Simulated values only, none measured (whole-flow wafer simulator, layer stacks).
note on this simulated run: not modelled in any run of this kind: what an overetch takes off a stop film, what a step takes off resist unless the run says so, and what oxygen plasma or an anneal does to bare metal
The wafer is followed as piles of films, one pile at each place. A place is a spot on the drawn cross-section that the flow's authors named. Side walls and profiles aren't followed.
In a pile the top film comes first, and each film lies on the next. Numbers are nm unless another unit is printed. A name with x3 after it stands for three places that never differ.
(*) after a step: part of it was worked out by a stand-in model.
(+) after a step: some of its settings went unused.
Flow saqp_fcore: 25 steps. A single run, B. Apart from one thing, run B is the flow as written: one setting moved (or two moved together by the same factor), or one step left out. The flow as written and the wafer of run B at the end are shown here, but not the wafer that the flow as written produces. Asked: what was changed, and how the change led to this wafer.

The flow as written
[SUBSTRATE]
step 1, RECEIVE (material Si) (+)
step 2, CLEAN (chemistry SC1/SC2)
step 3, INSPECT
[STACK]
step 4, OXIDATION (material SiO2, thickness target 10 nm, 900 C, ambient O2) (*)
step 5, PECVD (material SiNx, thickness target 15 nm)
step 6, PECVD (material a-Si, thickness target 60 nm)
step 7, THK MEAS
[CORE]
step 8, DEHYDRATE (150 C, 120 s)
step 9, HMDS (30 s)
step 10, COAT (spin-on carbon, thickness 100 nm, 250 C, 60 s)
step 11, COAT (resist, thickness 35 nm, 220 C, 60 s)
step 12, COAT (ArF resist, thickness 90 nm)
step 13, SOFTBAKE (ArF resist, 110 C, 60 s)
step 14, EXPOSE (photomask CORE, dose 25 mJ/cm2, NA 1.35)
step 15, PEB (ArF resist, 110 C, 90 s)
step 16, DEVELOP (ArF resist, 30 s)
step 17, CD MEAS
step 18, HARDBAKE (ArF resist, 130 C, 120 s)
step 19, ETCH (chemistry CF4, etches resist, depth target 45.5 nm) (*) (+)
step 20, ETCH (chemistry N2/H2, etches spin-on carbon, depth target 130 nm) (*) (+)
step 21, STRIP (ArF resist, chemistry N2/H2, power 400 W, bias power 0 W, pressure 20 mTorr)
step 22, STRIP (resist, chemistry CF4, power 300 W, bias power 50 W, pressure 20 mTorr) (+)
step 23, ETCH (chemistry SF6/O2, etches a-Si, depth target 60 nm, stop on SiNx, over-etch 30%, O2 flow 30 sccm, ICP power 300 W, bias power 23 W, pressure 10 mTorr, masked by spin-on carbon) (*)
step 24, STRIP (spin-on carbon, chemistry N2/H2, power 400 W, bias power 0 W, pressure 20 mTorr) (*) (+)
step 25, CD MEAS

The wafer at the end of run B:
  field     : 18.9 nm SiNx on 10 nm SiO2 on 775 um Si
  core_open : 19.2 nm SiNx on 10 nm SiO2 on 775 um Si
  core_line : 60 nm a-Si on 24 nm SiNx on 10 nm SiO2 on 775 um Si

The reason: step 5, PECVD: thickness target 24 nm was run, while the flow as written has thickness target 15 nm.
The wafer lets one read it off: core_line has SiNx 24, and step 5 as written asks for 15 nm.

How this came from the change, step by step:
  step 5, PECVD (material SiNx, thickness target 15 nm)
      field, core_open, core_line: SiNx gains 24 (new film) (in the flow as written it would be: SiNx gains 15 (new film))
